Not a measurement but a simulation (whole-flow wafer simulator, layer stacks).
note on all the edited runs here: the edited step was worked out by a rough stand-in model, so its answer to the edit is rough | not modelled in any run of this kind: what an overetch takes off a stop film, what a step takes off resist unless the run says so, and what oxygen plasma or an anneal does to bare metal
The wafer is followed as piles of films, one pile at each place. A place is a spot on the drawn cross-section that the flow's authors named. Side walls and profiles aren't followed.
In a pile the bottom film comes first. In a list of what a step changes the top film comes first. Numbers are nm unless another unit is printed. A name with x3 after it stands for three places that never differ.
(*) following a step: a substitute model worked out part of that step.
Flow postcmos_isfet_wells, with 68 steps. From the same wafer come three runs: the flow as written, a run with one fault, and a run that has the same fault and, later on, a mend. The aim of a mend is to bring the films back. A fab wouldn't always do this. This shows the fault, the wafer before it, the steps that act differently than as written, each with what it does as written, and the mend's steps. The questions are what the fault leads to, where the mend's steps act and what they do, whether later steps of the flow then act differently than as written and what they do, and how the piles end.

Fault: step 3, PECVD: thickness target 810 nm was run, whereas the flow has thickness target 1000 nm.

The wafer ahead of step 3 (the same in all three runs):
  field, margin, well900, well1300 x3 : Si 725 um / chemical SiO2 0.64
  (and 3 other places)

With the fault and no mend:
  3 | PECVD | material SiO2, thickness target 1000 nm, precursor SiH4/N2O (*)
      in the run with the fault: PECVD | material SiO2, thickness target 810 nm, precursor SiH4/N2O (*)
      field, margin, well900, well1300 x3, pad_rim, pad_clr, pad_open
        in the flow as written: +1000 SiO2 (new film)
        in the run with the fault: +810 SiO2 (new film)
  Every later step of the flow that is run acts as written at every place that is followed.
  The piles end different from the flow's at field, margin, well900, well1300 x3, pad_rim, pad_clr, pad_open by more than 2% or 0.5 nm, whichever is larger.
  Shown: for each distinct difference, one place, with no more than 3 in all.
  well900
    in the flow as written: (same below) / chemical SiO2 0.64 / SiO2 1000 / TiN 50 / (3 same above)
    in the run with the fault: (same below) / chemical SiO2 0.64 / SiO2 810 / TiN 50 / (3 same above)
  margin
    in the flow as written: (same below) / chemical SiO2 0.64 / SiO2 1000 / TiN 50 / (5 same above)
    in the run with the fault: (same below) / chemical SiO2 0.64 / SiO2 810 / TiN 50 / (5 same above)
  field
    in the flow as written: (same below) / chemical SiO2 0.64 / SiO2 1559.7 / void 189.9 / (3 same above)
    in the run with the fault: (same below) / chemical SiO2 0.64 / SiO2 1369.7 / void 189.9 / (3 same above)

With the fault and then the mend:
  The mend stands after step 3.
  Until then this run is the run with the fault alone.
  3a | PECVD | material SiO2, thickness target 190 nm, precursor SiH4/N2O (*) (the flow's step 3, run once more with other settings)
      field, margin, well900, well1300 x3, pad_rim, pad_clr, pad_open
        +190 SiO2
  Every later step of the flow that is run acts as written at every place that is followed.
  By the end, the piles equal the flow's at every place that both follow.
